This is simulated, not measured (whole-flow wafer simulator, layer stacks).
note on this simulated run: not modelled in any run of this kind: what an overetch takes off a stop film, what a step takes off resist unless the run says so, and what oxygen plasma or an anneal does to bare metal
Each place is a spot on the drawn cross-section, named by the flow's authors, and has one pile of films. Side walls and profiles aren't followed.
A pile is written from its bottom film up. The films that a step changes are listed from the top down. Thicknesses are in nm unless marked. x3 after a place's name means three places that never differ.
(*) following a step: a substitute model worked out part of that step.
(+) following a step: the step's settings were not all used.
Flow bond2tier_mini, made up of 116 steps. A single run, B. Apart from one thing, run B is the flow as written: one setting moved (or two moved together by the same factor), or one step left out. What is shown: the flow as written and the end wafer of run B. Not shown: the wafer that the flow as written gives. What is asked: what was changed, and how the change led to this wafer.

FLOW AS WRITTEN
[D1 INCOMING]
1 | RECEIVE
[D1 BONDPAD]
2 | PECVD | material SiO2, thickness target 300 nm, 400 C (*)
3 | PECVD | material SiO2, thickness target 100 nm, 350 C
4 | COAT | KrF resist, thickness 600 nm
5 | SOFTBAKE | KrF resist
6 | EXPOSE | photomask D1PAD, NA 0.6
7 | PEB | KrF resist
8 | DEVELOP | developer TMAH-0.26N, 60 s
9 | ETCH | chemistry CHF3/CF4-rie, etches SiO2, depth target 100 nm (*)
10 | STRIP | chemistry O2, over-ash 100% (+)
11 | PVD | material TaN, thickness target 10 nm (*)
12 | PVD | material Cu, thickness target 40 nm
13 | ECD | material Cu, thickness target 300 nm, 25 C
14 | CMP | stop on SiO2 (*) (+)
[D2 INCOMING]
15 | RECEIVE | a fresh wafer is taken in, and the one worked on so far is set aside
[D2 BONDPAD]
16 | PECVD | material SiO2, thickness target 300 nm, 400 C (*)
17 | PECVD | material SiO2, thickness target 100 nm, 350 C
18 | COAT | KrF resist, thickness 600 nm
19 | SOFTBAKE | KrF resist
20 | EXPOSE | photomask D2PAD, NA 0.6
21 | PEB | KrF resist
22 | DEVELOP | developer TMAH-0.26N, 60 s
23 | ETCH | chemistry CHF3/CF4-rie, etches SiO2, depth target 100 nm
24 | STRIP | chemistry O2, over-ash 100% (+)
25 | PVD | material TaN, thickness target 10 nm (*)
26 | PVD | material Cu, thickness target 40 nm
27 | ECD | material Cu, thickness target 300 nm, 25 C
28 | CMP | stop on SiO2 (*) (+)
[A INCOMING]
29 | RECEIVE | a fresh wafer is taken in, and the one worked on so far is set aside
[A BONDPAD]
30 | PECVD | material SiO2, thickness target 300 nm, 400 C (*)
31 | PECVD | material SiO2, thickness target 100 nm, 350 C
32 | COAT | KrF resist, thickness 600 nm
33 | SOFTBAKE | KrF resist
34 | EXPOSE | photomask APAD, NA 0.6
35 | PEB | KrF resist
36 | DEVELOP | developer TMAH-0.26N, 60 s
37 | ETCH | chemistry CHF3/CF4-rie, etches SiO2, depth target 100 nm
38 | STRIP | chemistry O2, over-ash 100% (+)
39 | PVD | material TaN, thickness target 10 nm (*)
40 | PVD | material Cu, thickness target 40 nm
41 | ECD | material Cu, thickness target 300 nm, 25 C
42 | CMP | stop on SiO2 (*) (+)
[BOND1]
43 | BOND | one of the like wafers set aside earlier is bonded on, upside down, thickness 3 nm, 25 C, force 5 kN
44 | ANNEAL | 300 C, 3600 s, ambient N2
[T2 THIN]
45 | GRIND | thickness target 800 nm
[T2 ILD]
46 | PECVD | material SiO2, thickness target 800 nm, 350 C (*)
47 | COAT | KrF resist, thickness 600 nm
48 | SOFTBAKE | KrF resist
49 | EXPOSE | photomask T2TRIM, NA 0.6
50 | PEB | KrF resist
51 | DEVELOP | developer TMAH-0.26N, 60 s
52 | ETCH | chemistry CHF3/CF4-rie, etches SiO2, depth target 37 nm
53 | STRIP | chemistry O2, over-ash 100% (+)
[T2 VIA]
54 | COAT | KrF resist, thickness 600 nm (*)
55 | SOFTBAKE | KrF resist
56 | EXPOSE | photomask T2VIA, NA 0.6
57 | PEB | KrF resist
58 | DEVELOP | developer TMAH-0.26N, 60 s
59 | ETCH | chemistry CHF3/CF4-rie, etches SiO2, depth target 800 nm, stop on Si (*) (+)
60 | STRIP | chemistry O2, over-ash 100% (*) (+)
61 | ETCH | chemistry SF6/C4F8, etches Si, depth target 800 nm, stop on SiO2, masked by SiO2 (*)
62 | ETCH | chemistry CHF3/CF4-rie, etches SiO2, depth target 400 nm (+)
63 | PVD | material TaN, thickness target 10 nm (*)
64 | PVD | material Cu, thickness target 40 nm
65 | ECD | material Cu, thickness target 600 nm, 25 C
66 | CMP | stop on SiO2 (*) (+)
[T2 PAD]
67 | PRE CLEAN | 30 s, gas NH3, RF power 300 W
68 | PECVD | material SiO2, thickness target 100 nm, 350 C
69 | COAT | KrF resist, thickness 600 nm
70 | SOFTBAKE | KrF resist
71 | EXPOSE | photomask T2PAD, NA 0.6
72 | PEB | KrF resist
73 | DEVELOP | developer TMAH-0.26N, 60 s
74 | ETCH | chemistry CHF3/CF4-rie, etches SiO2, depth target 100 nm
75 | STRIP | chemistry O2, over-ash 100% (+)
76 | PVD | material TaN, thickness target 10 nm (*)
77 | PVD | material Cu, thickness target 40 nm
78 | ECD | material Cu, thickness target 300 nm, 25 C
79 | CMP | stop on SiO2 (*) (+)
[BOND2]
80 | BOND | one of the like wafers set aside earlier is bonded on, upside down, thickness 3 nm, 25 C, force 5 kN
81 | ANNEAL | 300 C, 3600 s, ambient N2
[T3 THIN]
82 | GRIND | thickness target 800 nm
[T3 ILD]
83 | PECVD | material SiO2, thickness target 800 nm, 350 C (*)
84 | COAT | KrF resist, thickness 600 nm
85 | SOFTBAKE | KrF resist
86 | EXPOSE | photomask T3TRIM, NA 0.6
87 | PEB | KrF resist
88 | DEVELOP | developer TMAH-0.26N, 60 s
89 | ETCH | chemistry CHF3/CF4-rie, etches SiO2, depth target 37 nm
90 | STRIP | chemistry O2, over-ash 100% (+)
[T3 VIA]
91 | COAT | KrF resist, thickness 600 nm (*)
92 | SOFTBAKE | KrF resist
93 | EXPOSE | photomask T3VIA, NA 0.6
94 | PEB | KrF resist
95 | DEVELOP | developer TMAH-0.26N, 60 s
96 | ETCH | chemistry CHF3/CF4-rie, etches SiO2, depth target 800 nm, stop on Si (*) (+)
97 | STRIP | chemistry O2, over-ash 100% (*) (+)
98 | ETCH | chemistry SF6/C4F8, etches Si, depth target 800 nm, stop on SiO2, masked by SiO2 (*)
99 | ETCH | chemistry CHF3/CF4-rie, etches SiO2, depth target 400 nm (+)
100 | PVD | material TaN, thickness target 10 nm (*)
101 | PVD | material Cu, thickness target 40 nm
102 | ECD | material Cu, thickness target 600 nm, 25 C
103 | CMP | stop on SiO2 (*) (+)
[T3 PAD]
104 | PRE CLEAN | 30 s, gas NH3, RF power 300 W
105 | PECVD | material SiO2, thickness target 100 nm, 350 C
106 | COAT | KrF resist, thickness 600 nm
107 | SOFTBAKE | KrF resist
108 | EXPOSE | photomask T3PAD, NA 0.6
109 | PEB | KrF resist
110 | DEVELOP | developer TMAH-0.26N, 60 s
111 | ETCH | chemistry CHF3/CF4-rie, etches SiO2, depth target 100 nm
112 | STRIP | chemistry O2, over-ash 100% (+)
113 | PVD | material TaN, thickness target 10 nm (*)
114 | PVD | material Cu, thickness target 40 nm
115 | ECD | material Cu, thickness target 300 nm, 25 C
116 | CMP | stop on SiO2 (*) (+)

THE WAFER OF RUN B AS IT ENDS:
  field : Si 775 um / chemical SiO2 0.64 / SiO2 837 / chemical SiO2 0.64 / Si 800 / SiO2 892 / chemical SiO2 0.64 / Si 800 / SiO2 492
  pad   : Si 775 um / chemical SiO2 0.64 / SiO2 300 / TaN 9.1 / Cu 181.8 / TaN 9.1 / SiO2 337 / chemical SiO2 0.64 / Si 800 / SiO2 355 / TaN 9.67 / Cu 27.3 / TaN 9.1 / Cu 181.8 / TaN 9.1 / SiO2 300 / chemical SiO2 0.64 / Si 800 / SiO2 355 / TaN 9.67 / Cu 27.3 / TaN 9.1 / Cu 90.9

Cause: step 3, PECVD: thickness target 137 nm was run, though the flow has thickness target 100 nm.

Step by step, how the change led to this:
  3 | PECVD | material SiO2, thickness target 100 nm, 350 C
      field, pad, via: SiO2 gains 137 (it would be, as written: SiO2 gains 100)
  43 | BOND | one of the like wafers set aside earlier is bonded on, upside down, thickness 3 nm, 25 C, force 5 kN
      field: Si gains 775 um (new film), chemical SiO2 gains 0.64 (new film), SiO2 gains 437 (it would be, as written: Si gains 775 um (new film), chemical SiO2 gains 0.64 (new film), SiO2 gains 400)
      pad: Si gains 775 um (new film), chemical SiO2 gains 0.64 (new film), SiO2 gains 337 (new film), TaN gains 9.1 (new film), Cu gains 90.9 (it would be, as written: Si gains 775 um (new film), chemical SiO2 gains 0.64 (new film), SiO2 gains 300 (new film), TaN gains 9.1 (new film), Cu gains 90.9)
      (and at 1 other place as well)
